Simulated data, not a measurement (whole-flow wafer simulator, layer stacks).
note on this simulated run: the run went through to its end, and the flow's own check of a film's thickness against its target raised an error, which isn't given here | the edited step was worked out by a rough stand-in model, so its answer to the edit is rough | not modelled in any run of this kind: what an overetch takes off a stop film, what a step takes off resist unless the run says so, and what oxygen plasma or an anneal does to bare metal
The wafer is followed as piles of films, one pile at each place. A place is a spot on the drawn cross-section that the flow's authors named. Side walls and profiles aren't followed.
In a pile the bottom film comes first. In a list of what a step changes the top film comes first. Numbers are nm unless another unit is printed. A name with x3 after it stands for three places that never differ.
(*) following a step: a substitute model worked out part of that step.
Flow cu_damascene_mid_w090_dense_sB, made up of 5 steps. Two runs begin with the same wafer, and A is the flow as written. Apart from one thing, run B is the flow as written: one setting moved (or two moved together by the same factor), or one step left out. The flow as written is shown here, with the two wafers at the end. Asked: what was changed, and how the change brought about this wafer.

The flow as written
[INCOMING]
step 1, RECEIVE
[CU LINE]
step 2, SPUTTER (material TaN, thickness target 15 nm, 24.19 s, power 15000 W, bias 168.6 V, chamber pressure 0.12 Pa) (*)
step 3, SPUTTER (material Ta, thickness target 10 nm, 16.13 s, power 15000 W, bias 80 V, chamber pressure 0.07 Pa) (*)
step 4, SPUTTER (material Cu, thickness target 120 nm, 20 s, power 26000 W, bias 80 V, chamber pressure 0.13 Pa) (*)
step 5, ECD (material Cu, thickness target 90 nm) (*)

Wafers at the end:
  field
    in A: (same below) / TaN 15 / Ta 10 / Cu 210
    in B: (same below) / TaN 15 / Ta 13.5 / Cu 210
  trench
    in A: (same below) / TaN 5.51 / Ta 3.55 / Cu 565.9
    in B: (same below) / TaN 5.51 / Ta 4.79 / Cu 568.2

The reason: step 3, SPUTTER: thickness target 13.5 nm was run, while the flow as written has thickness target 10 nm; step 3, SPUTTER: 21.78 s was run, where the flow has 16.13 s.
The wafer lets one read it off: field has Ta 13.5, and step 3 as written asks for 10 nm.

The path from the change to this, step by step:
  step 3, SPUTTER (material Ta, thickness target 10 nm, 16.13 s, power 15000 W, bias 80 V, chamber pressure 0.07 Pa) (*)
      field: A +10 Ta (new film) | B +13.5 Ta (new film)
      trench: A +3.55 Ta (new film) | B +4.79 Ta (new film)
